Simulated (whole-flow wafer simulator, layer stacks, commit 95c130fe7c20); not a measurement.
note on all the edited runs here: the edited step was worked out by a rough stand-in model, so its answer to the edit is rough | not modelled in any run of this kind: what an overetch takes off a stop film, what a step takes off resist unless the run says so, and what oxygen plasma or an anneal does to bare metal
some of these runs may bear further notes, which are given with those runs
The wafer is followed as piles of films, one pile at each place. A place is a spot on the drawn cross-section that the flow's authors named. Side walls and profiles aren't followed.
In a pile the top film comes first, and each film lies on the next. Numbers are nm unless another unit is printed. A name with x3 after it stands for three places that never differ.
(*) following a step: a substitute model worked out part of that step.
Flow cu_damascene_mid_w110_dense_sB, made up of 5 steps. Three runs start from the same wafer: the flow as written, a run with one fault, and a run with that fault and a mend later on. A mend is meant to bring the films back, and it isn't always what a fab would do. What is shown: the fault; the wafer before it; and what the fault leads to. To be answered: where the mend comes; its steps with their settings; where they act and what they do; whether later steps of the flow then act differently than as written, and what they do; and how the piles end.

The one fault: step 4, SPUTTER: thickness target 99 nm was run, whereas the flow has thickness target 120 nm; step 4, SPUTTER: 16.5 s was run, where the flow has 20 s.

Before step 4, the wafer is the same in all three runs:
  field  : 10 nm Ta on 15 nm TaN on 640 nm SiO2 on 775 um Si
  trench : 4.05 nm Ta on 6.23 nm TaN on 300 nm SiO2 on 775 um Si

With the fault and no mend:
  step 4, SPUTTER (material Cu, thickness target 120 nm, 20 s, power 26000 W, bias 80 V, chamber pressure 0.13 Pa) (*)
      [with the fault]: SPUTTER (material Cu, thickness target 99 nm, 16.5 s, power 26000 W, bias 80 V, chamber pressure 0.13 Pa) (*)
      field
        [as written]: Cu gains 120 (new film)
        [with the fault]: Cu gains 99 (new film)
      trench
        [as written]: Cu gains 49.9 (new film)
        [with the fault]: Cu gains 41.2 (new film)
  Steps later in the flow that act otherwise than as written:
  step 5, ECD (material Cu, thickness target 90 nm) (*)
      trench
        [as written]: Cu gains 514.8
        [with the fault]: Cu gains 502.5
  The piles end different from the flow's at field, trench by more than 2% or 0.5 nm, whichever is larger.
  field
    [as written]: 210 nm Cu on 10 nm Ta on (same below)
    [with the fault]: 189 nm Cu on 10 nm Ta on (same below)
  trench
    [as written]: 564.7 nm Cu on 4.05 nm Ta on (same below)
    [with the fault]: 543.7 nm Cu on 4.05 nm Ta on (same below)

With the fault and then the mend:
  The mend follows step 4.
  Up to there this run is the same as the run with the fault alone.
  step 4a, SPUTTER (material Cu, thickness target 21 nm, 3.5 s, power 26000 W, bias 80 V, chamber pressure 0.13 Pa) (*) (a further turn of the flow's step 4, with different settings)
      field
        Cu gains 21
      trench
        Cu gains 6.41
  Later steps of the flow that are run all act as written at every place that is followed, up to a difference of at most 2% or 0.5 nm, whichever is larger.
  The piles end the same as the flow's at every place that both follow.
